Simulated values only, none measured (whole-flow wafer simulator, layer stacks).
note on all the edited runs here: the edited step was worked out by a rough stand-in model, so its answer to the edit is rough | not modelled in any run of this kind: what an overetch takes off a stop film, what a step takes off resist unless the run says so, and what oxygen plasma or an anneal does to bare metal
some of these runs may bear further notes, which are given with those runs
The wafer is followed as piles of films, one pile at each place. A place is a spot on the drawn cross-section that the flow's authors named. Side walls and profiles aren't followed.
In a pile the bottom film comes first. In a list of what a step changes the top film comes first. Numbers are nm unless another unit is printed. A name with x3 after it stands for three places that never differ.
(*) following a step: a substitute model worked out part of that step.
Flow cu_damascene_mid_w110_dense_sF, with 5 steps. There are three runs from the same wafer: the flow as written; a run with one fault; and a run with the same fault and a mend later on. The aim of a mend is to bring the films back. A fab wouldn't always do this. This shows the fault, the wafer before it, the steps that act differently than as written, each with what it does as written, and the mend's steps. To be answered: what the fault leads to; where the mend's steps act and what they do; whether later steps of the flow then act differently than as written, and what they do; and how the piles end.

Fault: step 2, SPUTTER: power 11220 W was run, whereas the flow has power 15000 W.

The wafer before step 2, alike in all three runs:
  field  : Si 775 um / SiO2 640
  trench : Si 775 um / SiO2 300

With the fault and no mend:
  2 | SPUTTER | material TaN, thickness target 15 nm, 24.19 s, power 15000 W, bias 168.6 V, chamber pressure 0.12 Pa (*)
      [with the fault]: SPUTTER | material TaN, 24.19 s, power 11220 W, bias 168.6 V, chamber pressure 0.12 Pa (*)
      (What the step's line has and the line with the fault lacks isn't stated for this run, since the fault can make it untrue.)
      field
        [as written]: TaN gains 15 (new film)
        [with the fault]: TaN gains 11.2 (new film)
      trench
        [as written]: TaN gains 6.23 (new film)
        [with the fault]: TaN gains 4.66 (new film)
  Every later step of the flow that is run acts as written, at every place that is followed, to within 2% or 0.5 nm, whichever is larger.
  The piles end different from the flow's at field, trench by more than 2% or 0.5 nm, whichever is larger.
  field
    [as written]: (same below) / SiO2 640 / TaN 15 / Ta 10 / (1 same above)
    [with the fault]: (same below) / SiO2 640 / TaN 11.2 / Ta 10 / (1 same above)
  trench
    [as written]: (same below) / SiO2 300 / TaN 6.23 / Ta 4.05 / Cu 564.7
    [with the fault]: (same below) / SiO2 300 / TaN 4.66 / Ta 4.09 / Cu 562.5

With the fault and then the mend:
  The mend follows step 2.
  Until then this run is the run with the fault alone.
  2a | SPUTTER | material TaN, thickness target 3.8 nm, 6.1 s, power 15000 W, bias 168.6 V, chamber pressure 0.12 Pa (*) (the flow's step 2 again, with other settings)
      field
        TaN gains 3.8
      trench
        TaN gains 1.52
  Every later step of the flow that is run acts as written, at every place that is followed, to within 2% or 0.5 nm, whichever is larger.
  The piles end only slightly different from the flow's at the places that both follow, by no more than 2% or 0.5 nm, whichever is larger.
